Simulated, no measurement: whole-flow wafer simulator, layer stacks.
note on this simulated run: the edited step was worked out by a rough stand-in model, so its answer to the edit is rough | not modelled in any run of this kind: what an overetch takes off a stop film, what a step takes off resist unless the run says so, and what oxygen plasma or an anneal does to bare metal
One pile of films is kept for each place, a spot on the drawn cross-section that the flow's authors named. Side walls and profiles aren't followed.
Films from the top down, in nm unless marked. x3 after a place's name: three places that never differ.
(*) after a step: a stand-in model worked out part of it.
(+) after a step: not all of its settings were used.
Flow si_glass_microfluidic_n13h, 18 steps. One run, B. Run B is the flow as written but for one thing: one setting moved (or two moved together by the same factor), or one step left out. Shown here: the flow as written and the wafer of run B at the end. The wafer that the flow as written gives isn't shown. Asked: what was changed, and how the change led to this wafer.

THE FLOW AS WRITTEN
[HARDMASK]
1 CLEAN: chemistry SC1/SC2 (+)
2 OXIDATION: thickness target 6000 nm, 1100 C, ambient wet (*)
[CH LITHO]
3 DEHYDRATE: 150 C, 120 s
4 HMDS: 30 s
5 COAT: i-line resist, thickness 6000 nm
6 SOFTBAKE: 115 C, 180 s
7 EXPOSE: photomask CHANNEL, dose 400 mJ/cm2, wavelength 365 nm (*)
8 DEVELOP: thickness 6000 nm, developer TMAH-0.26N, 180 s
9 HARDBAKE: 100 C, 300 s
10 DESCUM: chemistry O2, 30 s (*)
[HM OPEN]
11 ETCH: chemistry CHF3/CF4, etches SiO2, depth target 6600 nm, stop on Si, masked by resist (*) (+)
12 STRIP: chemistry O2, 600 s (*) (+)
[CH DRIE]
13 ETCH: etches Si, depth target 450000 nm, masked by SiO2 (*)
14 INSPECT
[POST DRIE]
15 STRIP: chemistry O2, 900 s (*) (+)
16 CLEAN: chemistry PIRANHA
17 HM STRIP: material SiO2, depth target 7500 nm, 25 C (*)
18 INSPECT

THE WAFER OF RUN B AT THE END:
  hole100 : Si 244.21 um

The cause: step 13, ETCH: depth target 292500 nm was run, where the flow has depth target 450000 nm.

How the change led to this, step by step:
  13 ETCH: etches Si, depth target 450000 nm, masked by SiO2 (*)
      land: SiO2 -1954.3 (as written it would be: SiO2 -3004.3)
      hole100: chemical SiO2 -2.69 (all of it), Si -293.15 um (as written it would be: chemical SiO2 -2.69 (all of it), Si -450.64 um)
  17 HM STRIP: material SiO2, depth target 7500 nm, 25 C (*)
      land: SiO2 -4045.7 (all of it) (as written it would be: SiO2 -2995.7 (all of it))
